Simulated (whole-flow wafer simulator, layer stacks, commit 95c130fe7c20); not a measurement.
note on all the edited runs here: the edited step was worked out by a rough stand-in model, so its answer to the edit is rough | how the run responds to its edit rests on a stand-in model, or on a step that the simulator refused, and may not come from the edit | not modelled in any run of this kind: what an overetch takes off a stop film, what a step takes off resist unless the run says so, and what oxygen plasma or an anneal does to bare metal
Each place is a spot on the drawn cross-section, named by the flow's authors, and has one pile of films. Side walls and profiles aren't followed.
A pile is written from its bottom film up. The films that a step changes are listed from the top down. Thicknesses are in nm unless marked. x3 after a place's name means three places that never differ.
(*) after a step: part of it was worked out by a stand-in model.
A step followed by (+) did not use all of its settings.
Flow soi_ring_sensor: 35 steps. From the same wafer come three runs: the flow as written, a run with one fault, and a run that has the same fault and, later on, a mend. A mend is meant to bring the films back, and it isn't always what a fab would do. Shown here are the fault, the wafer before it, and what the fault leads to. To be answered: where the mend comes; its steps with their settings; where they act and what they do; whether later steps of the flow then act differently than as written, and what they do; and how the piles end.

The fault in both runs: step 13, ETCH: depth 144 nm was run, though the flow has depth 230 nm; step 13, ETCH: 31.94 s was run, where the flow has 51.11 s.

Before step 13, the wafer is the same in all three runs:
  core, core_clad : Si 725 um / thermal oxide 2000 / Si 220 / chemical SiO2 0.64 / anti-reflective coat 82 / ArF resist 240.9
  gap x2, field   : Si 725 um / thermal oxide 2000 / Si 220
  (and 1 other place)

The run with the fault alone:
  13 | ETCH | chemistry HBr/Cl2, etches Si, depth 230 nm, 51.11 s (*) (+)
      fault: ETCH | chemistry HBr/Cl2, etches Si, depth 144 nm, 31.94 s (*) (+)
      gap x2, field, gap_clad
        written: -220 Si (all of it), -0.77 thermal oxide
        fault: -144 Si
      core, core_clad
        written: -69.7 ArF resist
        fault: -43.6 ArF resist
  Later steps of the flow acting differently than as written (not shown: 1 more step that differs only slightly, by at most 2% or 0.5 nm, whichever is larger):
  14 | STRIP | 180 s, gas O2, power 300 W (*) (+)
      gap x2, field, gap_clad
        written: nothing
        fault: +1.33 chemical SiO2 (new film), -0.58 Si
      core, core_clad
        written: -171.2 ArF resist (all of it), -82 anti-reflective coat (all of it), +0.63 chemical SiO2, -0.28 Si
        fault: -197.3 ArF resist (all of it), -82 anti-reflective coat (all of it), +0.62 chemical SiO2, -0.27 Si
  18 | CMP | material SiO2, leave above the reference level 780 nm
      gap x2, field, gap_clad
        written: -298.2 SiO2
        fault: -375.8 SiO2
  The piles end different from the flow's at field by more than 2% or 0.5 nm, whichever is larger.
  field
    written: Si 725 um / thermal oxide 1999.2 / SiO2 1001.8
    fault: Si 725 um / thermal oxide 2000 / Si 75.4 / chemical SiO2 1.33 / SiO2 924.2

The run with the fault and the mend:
  The mend stands after step 13.
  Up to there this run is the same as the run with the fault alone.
  13a | ETCH | chemistry HBr/Cl2, etches Si, depth 86 nm, 19.11 s (*) (+) (the flow's step 13 again, with other settings)
      gap x2, field, gap_clad
        -76 Si (all of it), -0.77 thermal oxide
      core, core_clad
        -26.1 ArF resist
  Every later step of the flow that is run acts as written, at every place that is followed, to within 2% or 0.5 nm, whichever is larger.
  At every place that both follow, the piles at the end match the flow's.
